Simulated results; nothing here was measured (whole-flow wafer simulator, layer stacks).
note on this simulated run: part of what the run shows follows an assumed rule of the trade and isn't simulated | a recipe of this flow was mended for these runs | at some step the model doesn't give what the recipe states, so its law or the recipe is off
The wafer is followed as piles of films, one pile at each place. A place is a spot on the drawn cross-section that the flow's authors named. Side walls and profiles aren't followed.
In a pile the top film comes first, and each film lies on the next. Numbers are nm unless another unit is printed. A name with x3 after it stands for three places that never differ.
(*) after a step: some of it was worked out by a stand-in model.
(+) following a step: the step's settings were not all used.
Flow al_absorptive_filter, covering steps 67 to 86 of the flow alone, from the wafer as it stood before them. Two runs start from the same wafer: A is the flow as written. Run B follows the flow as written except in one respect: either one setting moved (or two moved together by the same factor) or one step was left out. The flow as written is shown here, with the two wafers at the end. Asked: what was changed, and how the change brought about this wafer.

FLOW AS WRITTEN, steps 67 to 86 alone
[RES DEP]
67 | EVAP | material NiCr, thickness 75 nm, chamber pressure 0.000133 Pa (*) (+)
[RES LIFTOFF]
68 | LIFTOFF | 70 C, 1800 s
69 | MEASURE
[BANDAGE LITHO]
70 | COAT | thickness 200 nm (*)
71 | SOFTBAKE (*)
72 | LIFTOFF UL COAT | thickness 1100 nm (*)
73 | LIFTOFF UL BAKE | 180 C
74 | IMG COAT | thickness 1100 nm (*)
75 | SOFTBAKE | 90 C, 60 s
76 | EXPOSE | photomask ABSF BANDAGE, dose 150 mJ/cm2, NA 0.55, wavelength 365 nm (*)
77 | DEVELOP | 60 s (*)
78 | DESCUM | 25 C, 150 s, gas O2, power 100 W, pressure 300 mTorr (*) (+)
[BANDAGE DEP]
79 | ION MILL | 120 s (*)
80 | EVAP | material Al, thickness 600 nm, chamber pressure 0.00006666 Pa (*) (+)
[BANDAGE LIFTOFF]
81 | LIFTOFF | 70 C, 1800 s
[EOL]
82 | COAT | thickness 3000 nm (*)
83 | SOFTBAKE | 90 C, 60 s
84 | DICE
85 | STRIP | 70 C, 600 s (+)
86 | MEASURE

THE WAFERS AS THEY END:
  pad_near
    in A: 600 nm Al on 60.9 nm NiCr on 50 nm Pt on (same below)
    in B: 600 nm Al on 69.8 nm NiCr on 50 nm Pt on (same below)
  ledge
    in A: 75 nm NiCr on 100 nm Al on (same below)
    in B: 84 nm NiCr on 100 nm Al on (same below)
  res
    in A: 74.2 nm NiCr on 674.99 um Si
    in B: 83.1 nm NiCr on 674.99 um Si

Cause: step 67, EVAP: thickness 84 nm was run, while the flow as written has thickness 75 nm.
One can read it off the wafer: ledge has NiCr 84, and step 67 as written asks for 75 nm.

The path from the change to this, step by step:
  67 | EVAP | material NiCr, thickness 75 nm, chamber pressure 0.000133 Pa (*) (+)
      gnd, pad_far, ledge and 9 more: A +75 NiCr (new film) | B +84 NiCr (new film)
      pad_near, res: A +74.2 NiCr (new film) | B +83.1 NiCr (new film)
  68 | LIFTOFF | 70 C, 1800 s
      xa_field, xl_land, idc_field: A -75 NiCr (all of it), -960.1 i-line-resist (all of it), -1100 lift-off-underlayer (all of it), -200 acrylic-e-beam-resist (all of it) | B -84 NiCr (all of it), -960.1 i-line-resist (all of it), -1100 lift-off-underlayer (all of it), -200 acrylic-e-beam-resist (all of it)
      gnd: A -75 NiCr (all of it), -959.5 i-line-resist (all of it), -1100.9 lift-off-underlayer (all of it), -200.6 acrylic-e-beam-resist (all of it) | B -84 NiCr (all of it), -959.5 i-line-resist (all of it), -1100.9 lift-off-underlayer (all of it), -200.6 acrylic-e-beam-resist (all of it)
      (also at 7 further places)
  83 | SOFTBAKE | 90 C, 60 s
      ledge: A -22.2 i-line-resist | B -22.9 i-line-resist
      res: A -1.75 i-line-resist | B -2.54 i-line-resist
